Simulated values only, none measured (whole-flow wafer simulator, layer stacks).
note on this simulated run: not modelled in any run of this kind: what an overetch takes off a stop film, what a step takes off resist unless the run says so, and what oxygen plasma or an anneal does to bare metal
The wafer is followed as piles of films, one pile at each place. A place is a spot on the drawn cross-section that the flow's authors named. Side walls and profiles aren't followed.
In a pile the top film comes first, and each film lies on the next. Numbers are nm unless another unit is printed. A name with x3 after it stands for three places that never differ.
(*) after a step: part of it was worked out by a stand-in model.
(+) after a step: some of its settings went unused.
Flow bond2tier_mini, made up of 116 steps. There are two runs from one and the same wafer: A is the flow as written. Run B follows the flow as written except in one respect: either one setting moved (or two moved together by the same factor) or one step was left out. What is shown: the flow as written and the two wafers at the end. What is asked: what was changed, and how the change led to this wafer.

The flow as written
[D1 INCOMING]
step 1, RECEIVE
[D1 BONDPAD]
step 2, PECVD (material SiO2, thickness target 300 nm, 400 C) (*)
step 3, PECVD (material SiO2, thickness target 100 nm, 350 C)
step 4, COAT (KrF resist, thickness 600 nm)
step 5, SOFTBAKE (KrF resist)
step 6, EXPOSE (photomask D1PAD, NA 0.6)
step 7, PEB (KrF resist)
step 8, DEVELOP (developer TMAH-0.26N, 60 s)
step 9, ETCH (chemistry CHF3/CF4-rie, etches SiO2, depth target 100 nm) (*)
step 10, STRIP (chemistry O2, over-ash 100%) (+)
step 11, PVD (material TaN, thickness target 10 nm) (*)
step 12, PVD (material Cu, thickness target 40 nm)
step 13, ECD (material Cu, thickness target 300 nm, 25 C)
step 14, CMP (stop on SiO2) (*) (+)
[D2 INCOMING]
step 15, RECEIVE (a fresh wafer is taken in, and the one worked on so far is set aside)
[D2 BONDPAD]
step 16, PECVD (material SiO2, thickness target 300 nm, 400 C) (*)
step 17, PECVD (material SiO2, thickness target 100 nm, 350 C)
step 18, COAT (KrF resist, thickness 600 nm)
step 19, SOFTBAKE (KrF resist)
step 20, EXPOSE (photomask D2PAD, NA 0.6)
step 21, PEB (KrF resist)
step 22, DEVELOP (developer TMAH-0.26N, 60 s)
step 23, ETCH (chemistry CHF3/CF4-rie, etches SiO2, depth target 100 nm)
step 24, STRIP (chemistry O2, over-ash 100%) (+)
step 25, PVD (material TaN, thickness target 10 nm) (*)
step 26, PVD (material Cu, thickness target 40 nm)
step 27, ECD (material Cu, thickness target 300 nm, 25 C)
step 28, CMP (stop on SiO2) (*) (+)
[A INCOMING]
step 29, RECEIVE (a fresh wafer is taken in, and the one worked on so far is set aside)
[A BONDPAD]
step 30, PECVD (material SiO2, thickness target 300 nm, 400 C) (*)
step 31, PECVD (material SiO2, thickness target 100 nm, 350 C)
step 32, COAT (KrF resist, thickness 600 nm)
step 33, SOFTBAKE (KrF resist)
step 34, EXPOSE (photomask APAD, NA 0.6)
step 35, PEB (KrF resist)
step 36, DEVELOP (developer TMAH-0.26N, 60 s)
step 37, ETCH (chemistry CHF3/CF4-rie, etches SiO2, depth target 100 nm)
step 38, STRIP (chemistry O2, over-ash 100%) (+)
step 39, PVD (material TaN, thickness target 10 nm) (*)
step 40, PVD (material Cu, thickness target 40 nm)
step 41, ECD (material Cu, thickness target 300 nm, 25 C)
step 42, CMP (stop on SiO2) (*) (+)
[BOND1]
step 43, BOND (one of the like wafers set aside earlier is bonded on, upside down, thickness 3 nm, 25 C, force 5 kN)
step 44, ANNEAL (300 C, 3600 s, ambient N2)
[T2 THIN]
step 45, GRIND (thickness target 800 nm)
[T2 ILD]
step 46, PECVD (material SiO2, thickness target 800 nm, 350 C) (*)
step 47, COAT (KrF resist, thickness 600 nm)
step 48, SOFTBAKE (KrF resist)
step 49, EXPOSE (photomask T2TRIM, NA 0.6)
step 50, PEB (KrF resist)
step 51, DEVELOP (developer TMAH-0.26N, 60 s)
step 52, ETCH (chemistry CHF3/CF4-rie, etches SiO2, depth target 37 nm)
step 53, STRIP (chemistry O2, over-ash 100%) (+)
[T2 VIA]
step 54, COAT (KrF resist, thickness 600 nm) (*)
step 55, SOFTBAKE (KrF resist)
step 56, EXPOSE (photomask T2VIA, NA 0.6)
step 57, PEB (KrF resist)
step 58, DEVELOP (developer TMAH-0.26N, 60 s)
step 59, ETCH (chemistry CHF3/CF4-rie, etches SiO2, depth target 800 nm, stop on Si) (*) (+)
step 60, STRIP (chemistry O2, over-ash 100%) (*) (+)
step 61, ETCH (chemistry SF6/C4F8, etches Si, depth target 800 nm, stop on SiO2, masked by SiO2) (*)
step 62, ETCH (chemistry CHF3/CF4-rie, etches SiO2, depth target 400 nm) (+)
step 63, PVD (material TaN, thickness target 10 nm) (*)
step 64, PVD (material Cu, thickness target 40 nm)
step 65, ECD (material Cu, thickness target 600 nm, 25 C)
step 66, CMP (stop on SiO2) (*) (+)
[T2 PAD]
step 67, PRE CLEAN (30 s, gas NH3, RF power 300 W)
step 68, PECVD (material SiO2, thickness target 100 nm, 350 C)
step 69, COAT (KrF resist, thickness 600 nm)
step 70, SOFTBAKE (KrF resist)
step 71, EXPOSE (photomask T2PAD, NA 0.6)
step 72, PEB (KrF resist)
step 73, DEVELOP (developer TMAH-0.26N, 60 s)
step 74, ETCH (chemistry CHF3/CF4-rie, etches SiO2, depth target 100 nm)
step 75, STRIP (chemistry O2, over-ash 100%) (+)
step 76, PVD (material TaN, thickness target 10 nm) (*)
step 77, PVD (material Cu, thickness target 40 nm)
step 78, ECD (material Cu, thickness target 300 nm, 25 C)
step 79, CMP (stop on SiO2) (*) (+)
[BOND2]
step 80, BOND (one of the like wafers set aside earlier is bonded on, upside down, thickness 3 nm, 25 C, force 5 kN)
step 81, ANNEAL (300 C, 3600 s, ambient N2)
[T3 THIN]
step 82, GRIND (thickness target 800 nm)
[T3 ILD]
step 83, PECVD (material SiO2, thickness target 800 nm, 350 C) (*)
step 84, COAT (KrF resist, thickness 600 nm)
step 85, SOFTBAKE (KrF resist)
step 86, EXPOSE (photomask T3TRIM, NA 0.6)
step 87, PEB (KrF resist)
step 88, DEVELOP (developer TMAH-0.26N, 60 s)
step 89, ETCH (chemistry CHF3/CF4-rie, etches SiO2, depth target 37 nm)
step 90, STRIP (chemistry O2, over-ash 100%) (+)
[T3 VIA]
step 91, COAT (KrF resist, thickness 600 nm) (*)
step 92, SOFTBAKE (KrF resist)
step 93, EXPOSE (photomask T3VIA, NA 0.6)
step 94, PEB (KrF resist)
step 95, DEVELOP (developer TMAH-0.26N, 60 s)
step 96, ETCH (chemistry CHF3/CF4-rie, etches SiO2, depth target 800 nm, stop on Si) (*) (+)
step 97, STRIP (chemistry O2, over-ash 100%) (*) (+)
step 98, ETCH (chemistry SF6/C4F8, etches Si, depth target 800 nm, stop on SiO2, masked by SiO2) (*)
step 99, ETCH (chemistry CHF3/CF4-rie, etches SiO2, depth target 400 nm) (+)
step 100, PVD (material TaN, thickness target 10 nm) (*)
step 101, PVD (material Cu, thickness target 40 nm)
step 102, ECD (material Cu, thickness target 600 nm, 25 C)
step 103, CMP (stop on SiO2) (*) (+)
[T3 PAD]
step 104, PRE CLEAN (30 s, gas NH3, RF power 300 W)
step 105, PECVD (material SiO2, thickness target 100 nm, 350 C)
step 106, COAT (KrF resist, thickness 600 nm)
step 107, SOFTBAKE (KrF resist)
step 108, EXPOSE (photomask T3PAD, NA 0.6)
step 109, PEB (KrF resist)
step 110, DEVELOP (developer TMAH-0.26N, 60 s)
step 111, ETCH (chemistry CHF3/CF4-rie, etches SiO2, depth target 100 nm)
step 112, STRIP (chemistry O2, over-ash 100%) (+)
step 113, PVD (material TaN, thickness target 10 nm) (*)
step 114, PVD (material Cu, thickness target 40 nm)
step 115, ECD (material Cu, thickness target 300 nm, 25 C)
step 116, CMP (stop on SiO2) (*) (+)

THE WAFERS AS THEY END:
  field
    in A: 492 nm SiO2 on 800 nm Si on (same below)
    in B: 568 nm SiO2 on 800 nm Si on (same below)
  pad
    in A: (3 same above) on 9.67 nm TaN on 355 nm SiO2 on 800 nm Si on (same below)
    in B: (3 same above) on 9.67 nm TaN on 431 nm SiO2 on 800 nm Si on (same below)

Cause: step 99, ETCH: depth target 324 nm was run, while the flow as written has depth target 400 nm.

Step by step, how the change led to this:
  step 99, ETCH (chemistry CHF3/CF4-rie, etches SiO2, depth target 400 nm) (+)
      field, pad: A -400 SiO2 | B -324 SiO2
